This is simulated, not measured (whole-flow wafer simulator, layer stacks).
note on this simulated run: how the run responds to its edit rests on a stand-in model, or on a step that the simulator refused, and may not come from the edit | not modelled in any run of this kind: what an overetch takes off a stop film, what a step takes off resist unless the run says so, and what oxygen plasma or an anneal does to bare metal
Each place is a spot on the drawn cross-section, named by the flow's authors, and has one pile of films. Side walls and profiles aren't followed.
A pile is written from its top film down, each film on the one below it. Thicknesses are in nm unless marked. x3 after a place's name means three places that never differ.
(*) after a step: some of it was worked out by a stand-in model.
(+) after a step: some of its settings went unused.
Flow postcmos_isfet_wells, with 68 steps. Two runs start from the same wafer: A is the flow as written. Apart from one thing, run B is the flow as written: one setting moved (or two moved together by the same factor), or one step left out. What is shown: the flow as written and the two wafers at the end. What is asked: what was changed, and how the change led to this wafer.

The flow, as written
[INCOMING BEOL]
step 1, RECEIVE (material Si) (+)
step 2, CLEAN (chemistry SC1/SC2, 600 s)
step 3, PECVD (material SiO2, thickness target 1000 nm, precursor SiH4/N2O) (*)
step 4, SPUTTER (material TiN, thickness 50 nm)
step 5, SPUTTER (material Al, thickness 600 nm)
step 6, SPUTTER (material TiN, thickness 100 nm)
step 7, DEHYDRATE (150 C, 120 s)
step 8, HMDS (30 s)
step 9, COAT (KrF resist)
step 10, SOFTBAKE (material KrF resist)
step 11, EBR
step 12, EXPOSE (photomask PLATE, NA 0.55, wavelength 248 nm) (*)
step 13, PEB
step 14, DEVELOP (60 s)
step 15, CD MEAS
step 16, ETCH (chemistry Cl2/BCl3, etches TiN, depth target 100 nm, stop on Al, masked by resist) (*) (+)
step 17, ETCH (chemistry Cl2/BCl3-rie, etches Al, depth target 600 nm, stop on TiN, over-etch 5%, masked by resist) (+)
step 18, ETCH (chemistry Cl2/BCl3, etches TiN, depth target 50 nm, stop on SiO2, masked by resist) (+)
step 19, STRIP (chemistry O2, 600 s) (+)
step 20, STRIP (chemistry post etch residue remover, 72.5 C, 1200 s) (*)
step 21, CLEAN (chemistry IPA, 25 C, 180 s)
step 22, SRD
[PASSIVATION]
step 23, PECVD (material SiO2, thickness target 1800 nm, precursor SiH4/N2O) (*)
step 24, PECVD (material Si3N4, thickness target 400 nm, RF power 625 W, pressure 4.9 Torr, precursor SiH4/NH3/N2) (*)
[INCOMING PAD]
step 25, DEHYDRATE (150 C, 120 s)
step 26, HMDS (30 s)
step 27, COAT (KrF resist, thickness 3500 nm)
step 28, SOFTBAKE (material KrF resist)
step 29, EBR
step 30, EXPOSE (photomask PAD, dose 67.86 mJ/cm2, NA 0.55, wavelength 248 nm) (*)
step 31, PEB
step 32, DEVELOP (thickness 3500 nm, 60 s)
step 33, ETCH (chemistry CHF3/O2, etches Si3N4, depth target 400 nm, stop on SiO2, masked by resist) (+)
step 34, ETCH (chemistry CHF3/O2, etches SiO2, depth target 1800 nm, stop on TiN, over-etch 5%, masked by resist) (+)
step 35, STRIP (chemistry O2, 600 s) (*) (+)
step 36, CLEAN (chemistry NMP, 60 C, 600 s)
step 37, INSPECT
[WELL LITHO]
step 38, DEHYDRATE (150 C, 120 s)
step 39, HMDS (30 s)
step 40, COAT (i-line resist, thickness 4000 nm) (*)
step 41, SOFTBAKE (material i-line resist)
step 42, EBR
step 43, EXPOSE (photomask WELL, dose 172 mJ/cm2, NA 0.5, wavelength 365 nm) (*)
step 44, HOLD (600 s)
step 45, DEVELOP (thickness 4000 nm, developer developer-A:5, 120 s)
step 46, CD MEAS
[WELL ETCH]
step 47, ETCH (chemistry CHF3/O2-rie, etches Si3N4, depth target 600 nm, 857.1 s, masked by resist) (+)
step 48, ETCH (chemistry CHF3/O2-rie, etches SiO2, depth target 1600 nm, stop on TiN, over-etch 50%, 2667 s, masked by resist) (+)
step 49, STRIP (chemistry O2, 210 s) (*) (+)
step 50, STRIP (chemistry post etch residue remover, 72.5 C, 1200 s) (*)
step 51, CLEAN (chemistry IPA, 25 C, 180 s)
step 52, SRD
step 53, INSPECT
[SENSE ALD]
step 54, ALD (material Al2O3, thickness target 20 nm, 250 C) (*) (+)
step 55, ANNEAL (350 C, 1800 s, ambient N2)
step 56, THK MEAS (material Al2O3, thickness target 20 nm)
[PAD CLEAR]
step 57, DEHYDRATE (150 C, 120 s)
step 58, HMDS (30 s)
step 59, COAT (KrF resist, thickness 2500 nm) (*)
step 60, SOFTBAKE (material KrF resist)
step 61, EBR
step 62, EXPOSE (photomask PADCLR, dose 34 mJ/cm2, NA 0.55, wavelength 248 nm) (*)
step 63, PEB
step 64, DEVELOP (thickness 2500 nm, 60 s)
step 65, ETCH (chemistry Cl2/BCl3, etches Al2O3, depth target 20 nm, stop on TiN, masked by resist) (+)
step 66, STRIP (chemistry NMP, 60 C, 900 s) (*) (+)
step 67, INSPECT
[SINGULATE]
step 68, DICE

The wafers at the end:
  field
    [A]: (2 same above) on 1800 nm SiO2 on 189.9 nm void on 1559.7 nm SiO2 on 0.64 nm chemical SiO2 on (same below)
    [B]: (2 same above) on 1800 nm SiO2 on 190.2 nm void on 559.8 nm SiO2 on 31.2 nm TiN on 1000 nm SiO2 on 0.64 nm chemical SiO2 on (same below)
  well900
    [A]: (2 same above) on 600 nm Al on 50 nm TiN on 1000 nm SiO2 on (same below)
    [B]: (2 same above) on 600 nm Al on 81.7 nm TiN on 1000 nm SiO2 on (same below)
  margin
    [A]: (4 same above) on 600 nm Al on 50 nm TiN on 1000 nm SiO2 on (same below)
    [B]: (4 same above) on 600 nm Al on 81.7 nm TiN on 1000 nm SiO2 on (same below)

What caused this: step 4, SPUTTER: thickness 81.65 nm was run, though the flow has thickness 50 nm.
One can read it off the wafer: well900 has TiN 81.7, and step 4 as written asks for 50 nm.

How this came from the change, step by step:
  step 4, SPUTTER (material TiN, thickness 50 nm)
      field, margin, well900, well1300 x3, pad_rim, pad_clr, pad_open: A TiN gains 50 (new film) | B TiN gains 81.7 (new film)
  step 18, ETCH (chemistry Cl2/BCl3, etches TiN, depth target 50 nm, stop on SiO2, masked by resist) (+)
      field: A TiN loses 50 (all of it) | B TiN loses 50
  step 23, PECVD (material SiO2, thickness target 1800 nm, precursor SiH4/N2O) (*)
      field: A SiO2 gains 1800 (new film), void gains 189.9 (new film), SiO2 gains 559.7 | B SiO2 gains 1800 (new film), void gains 190.2 (new film), SiO2 gains 559.8 (new film)
If metal films that touch count as one body, field has 1 body; the flow as written gives 0 bodies.
